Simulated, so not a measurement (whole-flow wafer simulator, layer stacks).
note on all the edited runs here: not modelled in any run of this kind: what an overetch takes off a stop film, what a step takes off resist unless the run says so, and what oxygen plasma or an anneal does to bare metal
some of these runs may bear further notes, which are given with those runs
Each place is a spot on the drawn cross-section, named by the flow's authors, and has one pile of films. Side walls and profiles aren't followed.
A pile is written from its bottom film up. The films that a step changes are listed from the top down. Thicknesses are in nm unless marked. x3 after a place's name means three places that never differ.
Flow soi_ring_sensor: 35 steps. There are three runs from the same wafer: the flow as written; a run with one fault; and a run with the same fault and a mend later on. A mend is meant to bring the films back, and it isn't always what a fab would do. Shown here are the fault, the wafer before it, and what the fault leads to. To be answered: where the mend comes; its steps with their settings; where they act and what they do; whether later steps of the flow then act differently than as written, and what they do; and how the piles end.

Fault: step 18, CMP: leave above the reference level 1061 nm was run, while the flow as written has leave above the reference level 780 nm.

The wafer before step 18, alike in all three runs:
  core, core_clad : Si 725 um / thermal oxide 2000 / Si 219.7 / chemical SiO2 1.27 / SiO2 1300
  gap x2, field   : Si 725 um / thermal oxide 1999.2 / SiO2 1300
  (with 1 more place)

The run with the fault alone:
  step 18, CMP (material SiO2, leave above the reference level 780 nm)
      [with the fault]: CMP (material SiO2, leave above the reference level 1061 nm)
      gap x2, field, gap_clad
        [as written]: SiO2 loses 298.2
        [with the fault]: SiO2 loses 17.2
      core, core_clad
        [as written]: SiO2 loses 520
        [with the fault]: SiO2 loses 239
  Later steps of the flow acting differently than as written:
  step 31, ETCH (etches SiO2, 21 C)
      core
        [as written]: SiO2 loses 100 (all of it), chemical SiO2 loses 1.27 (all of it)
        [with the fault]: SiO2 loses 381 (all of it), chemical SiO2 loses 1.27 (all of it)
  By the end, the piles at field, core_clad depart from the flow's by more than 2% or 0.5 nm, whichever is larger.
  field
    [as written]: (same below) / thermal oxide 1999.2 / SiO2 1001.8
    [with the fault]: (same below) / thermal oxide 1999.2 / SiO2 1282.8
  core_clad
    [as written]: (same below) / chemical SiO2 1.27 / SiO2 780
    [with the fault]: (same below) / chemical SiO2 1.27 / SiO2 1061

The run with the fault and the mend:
  The mend stands after step 19.
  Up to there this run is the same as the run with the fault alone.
  step 19a, CMP (material SiO2, leave above the reference level 780 nm) (the flow's step 18 again)
      core, gap x2, field, core_clad, gap_clad
        SiO2 loses 281
  Later steps of the flow that are run all act as written at every place that is followed.
  By the end, the piles equal the flow's at every place that both follow.
